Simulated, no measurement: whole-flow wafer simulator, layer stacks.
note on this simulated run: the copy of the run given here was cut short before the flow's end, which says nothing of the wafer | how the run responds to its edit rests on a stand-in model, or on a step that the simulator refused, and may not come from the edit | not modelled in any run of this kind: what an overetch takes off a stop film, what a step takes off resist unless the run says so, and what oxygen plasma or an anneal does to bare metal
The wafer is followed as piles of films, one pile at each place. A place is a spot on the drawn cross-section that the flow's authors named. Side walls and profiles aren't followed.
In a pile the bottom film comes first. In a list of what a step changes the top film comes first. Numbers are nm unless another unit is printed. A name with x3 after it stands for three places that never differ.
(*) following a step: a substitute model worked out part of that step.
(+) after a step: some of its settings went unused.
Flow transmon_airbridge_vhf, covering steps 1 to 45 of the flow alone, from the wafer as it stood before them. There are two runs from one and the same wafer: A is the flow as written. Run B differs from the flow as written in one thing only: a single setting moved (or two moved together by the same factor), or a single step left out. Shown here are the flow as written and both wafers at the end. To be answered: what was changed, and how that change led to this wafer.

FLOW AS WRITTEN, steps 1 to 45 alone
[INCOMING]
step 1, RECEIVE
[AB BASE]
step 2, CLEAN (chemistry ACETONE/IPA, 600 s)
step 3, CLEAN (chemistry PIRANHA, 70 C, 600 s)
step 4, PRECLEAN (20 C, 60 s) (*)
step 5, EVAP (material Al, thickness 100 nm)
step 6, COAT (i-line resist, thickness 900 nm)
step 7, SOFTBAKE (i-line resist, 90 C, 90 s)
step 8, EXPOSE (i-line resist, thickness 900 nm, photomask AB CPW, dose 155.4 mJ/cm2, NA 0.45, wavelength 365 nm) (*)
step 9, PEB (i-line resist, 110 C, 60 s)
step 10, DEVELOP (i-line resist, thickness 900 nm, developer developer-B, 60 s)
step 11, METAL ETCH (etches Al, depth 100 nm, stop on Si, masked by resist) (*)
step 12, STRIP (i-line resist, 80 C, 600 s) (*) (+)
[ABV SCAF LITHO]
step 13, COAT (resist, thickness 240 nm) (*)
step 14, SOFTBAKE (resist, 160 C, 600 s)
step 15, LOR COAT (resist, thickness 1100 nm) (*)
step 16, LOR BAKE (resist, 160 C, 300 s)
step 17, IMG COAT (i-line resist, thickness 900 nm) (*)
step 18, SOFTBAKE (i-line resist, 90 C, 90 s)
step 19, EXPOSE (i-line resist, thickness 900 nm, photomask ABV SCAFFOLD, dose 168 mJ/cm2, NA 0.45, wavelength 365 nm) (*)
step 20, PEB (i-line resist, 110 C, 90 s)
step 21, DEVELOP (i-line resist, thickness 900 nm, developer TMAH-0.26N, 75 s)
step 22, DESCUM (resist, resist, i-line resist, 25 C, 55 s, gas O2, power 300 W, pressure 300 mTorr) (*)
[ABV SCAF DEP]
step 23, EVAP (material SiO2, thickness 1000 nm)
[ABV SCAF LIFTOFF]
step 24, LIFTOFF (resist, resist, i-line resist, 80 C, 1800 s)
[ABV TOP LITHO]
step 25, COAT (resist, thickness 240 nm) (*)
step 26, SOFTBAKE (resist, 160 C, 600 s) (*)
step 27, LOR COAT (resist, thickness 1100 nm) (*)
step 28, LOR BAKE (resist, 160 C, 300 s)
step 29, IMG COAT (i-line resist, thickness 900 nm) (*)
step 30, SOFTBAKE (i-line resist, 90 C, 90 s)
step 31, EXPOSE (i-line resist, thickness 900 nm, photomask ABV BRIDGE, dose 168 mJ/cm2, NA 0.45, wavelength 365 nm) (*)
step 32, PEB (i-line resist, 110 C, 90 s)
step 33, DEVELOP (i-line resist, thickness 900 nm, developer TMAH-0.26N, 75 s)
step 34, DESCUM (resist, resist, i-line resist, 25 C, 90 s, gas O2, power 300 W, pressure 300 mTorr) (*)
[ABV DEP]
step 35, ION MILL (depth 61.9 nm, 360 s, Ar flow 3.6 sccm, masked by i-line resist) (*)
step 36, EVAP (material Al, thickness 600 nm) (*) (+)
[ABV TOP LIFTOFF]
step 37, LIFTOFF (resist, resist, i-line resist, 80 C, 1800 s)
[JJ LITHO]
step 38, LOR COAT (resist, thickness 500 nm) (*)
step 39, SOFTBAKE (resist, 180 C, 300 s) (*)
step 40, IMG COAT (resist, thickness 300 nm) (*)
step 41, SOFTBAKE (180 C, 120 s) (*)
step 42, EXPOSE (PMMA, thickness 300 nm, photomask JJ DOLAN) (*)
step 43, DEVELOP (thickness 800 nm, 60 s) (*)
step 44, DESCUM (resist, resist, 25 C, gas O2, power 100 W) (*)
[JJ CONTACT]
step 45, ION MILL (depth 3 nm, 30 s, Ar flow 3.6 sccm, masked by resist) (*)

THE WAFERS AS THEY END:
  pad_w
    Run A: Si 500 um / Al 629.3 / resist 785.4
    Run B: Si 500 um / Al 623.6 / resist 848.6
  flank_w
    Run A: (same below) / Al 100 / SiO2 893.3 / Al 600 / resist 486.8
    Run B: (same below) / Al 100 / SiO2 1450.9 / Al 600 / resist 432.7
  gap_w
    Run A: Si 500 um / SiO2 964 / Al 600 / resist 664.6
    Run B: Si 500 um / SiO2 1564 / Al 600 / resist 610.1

What caused this: step 23, EVAP: thickness 1600 nm was run, whereas the flow has thickness 1000 nm.

How this came from the change, step by step:
  step 23, EVAP (material SiO2, thickness 1000 nm)
      field x3, jj_line, ground_far and 10 more: A SiO2 gains 1000 (new film) | B SiO2 gains 1600 (new film)
      flank_w, flank_e: A SiO2 gains 929.3 (new film) | B SiO2 gains 1486.9 (new film)
  step 24, LIFTOFF (resist, resist, i-line resist, 80 C, 1800 s)
      field x3, jj_line, trace_open_s x2: A SiO2 loses 1000 (all of it), i-line resist loses 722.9 (all of it), resist loses 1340 (all of it) | B SiO2 loses 1600 (all of it), i-line resist loses 722.9 (all of it), resist loses 1340 (all of it)
      pad_w, pad_e: A SiO2 loses 1000 (all of it), i-line resist loses 718 (all of it), resist loses 1330.2 (all of it) | B SiO2 loses 1600 (all of it), i-line resist loses 718 (all of it), resist loses 1330.2 (all of it)
      (as well as at 1 more place)
  step 25, COAT (resist, thickness 240 nm) (*)
      flank_w, flank_e: A resist gains 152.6 (new film) | B resist gains 133 (new film)
      gap_w, gap_e: A resist gains 210.7 (new film) | B resist gains 185.8 (new film)
      (as well as at 6 more places)
  step 27, LOR COAT (resist, thickness 1100 nm) (*)
      gap_w, gap_e: A resist gains 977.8 | B resist gains 899.8
      margin_s, margin_n: A resist gains 823.4 | B resist gains 697.4
      (as well as at 6 more places)
  step 29, IMG COAT (i-line resist, thickness 900 nm) (*)
      gap_w, gap_e: A i-line resist gains 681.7 (new film) | B i-line resist gains 550.1 (new film)
      margin_s, margin_n: A i-line resist gains 603.2 (new film) | B i-line resist gains 417.1 (new film)
      (as well as at 7 more places)
  step 32, PEB (i-line resist, 110 C, 90 s)
      pad_w, pad_e: A i-line resist loses 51 | B i-line resist loses 53.9
      flank_w, flank_e: A i-line resist loses 38.3 | B i-line resist loses 32.1
      (as well as at 7 more places)
  step 33, DEVELOP (i-line resist, thickness 900 nm, developer TMAH-0.26N, 75 s)
      gap_w, gap_e: A i-line resist loses 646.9 (all of it), resist loses 977.8 | B i-line resist loses 522.3 (all of it), resist loses 899.8
      pad_w: A i-line resist loses 937.2 (all of it), resist loses 1247.8 | B i-line resist loses 987.9 (all of it), resist loses 1341.4
      (as well as at 5 more places)
  step 34, DESCUM (resist, resist, i-line resist, 25 C, 90 s, gas O2, power 300 W, pressure 300 mTorr) (*)
      flank_w, flank_e: A resist loses 152.6 (all of it) | B resist loses 133 (all of it)
      gap_w, gap_e: A resist loses 210.7 (all of it) | B resist loses 185.8 (all of it)
      (as well as at 4 more places)
  step 37, LIFTOFF (resist, resist, i-line resist, 80 C, 1800 s)
      margin_s, margin_n: A Al loses 600 (all of it), i-line resist loses 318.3 (all of it), resist loses 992 (all of it) | B Al loses 600 (all of it), i-line resist loses 141.8 (all of it), resist loses 833.3 (all of it)
      ground_far: A Al loses 600 (all of it), i-line resist loses 717.9 (all of it), resist loses 1384.9 (all of it) | B Al loses 600 (all of it), i-line resist loses 792.3 (all of it), resist loses 1399.8 (all of it)
  step 38, LOR COAT (resist, thickness 500 nm) (*)
      pad_w, pad_e: A resist gains 517 (new film) | B resist gains 558.9 (new film)
      flank_w, flank_e: A resist gains 306.5 (new film) | B resist gains 269.8 (new film)
      (as well as at 6 more places)
  step 40, IMG COAT (resist, thickness 300 nm) (*)
      pad_w, pad_e: A resist gains 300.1 | B resist gains 321.4
      flank_w, flank_e: A resist gains 212.1 | B resist gains 194.7
      (as well as at 6 more places)
